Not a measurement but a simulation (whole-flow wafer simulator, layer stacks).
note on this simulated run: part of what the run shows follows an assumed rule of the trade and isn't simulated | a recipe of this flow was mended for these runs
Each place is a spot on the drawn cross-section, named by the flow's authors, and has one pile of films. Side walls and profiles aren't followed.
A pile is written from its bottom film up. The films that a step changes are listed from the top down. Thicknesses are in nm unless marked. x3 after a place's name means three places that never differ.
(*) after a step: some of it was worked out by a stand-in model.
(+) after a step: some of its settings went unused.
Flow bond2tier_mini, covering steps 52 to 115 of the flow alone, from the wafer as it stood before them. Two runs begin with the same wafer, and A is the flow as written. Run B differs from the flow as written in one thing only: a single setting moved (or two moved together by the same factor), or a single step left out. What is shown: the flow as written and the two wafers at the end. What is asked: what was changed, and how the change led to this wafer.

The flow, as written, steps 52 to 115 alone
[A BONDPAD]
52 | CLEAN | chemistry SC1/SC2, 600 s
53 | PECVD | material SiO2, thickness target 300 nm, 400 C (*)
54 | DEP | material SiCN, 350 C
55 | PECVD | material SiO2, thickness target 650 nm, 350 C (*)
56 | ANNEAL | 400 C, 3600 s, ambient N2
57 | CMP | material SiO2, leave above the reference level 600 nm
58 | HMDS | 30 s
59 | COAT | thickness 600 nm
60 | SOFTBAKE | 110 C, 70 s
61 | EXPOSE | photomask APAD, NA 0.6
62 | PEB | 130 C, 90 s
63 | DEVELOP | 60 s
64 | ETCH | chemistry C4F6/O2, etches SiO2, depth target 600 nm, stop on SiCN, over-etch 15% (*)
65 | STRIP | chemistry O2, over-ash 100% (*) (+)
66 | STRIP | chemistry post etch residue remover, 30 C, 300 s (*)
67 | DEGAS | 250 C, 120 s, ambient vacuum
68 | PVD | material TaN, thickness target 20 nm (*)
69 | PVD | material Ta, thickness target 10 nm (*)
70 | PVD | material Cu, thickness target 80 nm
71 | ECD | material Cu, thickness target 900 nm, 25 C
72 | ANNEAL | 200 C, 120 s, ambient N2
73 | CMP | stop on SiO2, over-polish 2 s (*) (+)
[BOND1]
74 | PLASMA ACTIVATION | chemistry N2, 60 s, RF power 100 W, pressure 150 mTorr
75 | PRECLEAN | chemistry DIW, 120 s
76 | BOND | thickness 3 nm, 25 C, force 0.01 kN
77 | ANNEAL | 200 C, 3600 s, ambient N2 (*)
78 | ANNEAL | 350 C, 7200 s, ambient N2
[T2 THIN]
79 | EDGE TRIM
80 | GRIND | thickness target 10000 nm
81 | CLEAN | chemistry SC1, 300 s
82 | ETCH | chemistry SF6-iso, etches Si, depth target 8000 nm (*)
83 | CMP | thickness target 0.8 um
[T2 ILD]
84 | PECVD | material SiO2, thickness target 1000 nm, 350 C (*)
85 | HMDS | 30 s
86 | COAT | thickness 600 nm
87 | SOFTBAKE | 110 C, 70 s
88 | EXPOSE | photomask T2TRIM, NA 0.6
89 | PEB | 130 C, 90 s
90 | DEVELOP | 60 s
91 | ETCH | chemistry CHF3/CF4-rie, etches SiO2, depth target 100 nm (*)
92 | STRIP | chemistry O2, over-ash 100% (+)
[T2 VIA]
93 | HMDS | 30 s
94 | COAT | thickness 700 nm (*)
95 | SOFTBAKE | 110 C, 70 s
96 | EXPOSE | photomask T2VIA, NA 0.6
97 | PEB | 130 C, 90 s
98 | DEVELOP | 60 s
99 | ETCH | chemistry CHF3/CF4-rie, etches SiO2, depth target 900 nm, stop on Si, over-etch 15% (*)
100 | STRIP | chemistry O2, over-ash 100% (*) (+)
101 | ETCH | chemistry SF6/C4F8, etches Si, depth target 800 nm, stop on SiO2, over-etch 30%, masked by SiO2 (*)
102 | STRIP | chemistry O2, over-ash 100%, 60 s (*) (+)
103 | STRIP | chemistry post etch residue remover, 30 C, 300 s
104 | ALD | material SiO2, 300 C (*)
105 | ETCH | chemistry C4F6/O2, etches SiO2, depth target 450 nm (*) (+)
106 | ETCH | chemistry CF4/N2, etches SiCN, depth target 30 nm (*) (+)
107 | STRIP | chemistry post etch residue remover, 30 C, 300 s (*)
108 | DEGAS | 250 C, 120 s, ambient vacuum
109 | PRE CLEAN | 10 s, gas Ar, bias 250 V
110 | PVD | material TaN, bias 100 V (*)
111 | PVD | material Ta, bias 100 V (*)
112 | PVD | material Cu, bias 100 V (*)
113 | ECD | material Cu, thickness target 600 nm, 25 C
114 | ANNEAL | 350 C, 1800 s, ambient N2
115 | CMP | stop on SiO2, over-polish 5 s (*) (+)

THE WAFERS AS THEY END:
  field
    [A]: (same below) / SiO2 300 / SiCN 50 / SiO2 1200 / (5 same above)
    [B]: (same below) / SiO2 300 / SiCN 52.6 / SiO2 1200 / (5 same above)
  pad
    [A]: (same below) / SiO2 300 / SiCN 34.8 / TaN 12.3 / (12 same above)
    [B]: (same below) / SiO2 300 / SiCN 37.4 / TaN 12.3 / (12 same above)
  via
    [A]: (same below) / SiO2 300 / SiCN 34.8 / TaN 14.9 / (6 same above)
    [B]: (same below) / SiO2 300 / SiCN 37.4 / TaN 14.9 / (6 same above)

Cause: step 54, DEP: 338 C was run, whereas the flow has 350 C.

How this came from the change, step by step:
  54 | DEP | material SiCN, 350 C
      field, pad, via: A +50 SiCN (new film) | B +52.6 SiCN (new film)
